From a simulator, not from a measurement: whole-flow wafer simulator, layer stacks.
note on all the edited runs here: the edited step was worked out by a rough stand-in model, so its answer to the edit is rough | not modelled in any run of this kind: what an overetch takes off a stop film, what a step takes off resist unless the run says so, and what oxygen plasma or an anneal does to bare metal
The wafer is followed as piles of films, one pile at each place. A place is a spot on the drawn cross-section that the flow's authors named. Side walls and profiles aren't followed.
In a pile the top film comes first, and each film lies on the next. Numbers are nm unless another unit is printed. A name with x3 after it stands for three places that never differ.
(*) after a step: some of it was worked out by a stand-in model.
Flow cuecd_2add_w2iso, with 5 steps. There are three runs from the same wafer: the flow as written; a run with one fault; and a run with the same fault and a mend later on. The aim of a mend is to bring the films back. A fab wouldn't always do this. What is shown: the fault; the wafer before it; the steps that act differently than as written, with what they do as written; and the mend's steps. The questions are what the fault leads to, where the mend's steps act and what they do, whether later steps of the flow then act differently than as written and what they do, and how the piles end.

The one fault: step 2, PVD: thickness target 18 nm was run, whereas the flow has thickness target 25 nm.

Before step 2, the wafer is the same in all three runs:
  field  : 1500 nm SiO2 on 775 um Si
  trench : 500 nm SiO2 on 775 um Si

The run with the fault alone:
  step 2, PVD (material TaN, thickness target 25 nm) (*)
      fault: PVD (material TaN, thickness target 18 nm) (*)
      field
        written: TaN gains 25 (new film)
        fault: TaN gains 18 (new film)
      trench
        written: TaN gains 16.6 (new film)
        fault: TaN gains 11.9 (new film)
  Every later step of the flow that is run acts as written, at every place that is followed, to within 2% or 0.5 nm, whichever is larger.
  By the end, the piles at field, trench depart from the flow's by more than 2% or 0.5 nm, whichever is larger.
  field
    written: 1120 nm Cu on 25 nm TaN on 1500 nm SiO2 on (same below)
    fault: 1120 nm Cu on 18 nm TaN on 1500 nm SiO2 on (same below)
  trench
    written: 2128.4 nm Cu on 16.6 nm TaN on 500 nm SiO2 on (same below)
    fault: 2126.1 nm Cu on 11.9 nm TaN on 500 nm SiO2 on (same below)

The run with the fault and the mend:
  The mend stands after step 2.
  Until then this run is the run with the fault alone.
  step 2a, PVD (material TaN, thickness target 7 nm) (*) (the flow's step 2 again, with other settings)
      field
        TaN gains 7
      trench
        TaN gains 4.62
  Every later step of the flow that is run acts as written at every place that is followed.
  The piles end the same as the flow's at every place that both follow.
